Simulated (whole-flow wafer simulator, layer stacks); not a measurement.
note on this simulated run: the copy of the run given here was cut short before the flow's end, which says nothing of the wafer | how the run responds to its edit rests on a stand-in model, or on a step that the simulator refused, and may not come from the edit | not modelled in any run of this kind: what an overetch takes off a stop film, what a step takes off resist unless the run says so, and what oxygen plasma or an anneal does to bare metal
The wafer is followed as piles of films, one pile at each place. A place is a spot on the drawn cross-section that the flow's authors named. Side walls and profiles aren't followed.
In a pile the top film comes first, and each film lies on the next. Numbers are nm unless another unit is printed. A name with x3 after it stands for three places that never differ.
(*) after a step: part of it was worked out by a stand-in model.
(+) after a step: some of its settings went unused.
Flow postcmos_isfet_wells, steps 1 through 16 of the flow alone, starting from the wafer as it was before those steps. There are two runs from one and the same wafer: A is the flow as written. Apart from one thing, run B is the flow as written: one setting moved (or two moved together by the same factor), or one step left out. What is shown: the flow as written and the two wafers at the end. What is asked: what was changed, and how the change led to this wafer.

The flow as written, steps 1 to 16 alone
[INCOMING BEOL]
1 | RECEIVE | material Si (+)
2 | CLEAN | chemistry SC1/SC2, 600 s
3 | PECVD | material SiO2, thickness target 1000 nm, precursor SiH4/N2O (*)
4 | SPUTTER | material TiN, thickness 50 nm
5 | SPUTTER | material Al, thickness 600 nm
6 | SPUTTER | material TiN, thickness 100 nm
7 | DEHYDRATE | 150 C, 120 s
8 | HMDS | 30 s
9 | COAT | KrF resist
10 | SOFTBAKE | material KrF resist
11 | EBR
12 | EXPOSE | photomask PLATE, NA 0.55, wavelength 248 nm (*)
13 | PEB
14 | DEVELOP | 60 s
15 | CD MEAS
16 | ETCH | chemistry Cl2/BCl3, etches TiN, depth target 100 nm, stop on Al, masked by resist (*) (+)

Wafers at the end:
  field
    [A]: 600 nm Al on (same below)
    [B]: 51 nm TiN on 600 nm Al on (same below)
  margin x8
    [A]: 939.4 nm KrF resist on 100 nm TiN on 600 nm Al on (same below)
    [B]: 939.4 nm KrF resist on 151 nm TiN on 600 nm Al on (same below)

The reason: step 6, SPUTTER: thickness 151 nm was run, while the flow as written has thickness 100 nm.
The wafer lets one read it off: margin x8 has TiN 151, and step 6 as written asks for 100 nm.

Step by step, how the change led to this:
  6 | SPUTTER | material TiN, thickness 100 nm
      field, margin x8: A TiN gains 100 (new film) | B TiN gains 151 (new film)
  16 | ETCH | chemistry Cl2/BCl3, etches TiN, depth target 100 nm, stop on Al, masked by resist (*) (+)
      field: A TiN loses 100 (all of it) | B TiN loses 100
